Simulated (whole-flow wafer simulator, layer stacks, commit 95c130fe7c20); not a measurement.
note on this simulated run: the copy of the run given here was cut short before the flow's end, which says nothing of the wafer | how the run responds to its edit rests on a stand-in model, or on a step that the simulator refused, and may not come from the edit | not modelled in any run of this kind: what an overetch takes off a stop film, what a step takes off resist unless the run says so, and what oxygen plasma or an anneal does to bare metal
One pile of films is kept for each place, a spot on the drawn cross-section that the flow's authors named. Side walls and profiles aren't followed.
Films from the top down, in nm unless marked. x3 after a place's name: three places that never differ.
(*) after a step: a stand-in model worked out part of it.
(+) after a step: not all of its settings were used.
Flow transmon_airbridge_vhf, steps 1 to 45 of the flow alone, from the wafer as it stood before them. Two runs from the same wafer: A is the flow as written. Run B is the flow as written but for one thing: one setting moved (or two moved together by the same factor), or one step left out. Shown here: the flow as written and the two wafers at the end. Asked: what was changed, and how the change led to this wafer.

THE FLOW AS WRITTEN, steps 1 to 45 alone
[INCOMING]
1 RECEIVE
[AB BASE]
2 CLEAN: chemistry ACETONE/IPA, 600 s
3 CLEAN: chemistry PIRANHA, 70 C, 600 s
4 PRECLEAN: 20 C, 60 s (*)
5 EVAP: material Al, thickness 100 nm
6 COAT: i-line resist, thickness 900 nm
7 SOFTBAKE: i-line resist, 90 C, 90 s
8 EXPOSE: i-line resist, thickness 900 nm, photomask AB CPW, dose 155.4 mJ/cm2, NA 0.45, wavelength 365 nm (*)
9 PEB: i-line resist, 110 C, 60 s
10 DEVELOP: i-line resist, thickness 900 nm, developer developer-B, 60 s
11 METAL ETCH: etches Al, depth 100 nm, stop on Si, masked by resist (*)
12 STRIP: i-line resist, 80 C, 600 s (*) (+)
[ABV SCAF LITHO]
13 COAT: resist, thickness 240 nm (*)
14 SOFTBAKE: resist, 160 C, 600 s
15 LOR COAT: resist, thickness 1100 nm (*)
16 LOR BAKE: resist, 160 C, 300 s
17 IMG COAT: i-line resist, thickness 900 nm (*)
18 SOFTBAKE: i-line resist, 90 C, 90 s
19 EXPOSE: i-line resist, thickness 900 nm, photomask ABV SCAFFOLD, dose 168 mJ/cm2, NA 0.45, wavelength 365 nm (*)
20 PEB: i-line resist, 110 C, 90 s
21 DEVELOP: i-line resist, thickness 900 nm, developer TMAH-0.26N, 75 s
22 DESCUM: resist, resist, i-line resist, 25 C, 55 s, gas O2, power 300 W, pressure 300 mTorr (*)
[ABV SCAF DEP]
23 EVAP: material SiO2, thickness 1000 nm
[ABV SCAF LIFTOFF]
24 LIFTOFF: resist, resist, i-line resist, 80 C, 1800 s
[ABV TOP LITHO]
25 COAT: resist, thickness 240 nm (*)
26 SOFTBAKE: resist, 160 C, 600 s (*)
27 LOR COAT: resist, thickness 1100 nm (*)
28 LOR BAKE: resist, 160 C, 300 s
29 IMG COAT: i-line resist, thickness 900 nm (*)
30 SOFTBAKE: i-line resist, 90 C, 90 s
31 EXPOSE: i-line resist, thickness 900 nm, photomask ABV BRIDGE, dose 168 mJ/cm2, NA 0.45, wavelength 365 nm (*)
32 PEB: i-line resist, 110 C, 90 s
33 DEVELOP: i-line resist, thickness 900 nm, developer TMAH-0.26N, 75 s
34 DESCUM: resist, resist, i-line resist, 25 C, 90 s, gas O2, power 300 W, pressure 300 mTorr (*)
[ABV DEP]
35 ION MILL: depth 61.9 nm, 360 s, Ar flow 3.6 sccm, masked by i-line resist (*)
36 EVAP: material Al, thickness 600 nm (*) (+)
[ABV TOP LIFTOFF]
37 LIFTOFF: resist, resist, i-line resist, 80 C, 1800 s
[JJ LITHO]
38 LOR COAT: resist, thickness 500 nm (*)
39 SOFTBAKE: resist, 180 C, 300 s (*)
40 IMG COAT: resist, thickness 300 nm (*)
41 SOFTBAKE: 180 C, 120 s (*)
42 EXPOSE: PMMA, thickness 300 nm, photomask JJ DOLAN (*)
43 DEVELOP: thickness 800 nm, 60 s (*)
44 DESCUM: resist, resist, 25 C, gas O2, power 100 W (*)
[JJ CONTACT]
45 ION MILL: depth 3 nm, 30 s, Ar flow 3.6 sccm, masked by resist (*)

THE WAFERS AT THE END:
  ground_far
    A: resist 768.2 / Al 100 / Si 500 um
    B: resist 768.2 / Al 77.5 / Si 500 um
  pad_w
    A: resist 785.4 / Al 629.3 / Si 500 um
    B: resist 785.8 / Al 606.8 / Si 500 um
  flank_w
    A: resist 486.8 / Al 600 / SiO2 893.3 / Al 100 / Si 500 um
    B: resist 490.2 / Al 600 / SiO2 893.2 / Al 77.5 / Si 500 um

The cause: step 5, EVAP: thickness 77.5 nm was run, where the flow has thickness 100 nm.
It can be read off the wafer: ground_far has Al 77.5, and step 5 as written asks for 100 nm.

How the change led to this, step by step:
  5 EVAP: material Al, thickness 100 nm
      field x3, jj_line, ground_far and 12 more: A Al +100 (new film) | B Al +77.5 (new film)
  11 METAL ETCH: etches Al, depth 100 nm, stop on Si, masked by resist (*)
      field x3, jj_line, gap_w, gap_e: A Al -100 (all of it) | B Al -77.5 (all of it)
